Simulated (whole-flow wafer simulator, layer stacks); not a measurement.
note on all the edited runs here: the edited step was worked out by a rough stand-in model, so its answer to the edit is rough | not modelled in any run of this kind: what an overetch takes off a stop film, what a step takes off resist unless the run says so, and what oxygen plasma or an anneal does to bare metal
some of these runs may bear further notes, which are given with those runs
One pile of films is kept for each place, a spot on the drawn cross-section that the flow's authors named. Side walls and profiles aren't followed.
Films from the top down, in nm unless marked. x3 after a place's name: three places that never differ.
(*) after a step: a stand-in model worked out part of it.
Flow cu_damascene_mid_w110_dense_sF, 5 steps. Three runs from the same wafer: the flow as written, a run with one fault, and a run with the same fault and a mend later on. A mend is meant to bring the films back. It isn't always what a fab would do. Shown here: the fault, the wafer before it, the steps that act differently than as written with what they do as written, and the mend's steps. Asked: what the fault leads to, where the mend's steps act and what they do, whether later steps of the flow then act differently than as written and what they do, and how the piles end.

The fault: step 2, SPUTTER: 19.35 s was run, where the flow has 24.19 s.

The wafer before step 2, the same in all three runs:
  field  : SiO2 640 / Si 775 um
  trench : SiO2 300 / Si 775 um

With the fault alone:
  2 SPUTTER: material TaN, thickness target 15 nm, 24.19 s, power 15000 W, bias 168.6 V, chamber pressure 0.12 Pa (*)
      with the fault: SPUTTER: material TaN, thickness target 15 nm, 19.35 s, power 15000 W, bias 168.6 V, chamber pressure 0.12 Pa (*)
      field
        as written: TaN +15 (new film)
        with the fault: TaN +12 (new film)
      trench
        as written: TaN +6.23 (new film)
        with the fault: TaN +4.98 (new film)
  No later step of the flow acts differently than as written, at any place that is followed, by more than 2% or 0.5 nm, whichever is larger.
  At the end the piles differ from the flow's by more than 2% or 0.5 nm, whichever is larger, at field, trench.
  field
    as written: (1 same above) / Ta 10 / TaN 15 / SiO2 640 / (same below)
    with the fault: (1 same above) / Ta 10 / TaN 12 / SiO2 640 / (same below)
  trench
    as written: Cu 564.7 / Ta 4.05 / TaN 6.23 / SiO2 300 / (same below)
    with the fault: Cu 562.9 / Ta 4.08 / TaN 4.98 / SiO2 300 / (same below)

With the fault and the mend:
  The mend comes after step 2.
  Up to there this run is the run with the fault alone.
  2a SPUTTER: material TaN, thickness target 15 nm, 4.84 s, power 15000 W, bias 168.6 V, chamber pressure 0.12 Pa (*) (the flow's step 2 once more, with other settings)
      field
        TaN +3
      trench
        TaN +1.2
  No later step of the flow acts differently than as written, at any place that is followed, by more than 2% or 0.5 nm, whichever is larger.
  At the end the piles differ from the flow's only slightly at the places that both follow, by at most 2% or 0.5 nm, whichever is larger.
